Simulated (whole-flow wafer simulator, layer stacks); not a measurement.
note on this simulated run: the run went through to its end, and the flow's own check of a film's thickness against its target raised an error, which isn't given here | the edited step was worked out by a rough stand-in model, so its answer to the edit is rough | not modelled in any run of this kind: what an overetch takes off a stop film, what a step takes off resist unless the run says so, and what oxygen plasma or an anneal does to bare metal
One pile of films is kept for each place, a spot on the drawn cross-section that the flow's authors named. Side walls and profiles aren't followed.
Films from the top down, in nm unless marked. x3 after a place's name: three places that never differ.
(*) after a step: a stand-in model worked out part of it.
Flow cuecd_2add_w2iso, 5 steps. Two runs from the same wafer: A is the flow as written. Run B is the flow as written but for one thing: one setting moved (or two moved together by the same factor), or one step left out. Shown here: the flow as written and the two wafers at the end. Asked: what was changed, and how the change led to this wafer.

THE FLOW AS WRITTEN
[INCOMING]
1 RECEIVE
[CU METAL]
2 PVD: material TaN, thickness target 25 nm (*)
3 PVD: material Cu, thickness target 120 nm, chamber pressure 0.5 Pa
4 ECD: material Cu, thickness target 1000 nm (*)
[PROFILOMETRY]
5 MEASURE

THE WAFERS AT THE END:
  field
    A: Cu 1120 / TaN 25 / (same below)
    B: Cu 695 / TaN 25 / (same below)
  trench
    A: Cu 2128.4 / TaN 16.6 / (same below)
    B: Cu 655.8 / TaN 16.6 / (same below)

The cause: step 4, ECD: thickness target 575 nm was run, where the flow has thickness target 1000 nm.

How the change led to this, step by step:
  4 ECD: material Cu, thickness target 1000 nm (*)
      field: A Cu +1000 | B Cu +575
      trench: A Cu +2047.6 | B Cu +575
